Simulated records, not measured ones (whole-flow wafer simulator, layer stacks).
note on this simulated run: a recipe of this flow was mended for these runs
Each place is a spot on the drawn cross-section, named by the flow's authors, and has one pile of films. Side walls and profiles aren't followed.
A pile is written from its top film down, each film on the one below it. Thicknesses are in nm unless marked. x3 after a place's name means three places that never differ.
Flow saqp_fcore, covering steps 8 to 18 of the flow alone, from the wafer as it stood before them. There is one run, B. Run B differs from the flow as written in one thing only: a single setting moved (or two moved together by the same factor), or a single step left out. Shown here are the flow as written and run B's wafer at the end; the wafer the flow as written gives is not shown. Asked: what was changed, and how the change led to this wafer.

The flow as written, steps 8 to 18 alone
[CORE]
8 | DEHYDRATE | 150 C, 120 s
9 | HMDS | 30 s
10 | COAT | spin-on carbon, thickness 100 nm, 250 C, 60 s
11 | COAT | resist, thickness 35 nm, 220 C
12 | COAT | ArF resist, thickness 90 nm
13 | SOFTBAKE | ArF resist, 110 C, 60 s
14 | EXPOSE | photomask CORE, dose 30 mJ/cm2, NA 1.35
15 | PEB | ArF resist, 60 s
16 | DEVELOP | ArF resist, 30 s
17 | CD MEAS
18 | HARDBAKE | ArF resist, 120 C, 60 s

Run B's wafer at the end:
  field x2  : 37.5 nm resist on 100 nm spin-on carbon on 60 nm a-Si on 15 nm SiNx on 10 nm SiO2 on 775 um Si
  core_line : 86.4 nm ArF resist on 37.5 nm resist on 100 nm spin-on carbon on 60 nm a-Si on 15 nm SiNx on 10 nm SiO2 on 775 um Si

Cause: step 11, COAT: thickness 37.5 nm was run, though the flow has thickness 35 nm.
The wafer itself shows it: field x2 has resist 37.5, and step 11 as written asks for 35 nm.

Step by step, how the change led to this:
  11 | COAT | resist, thickness 35 nm, 220 C
      field x2, core_line: resist gains 37.5 (new film) (it would be, as written: resist gains 35 (new film))
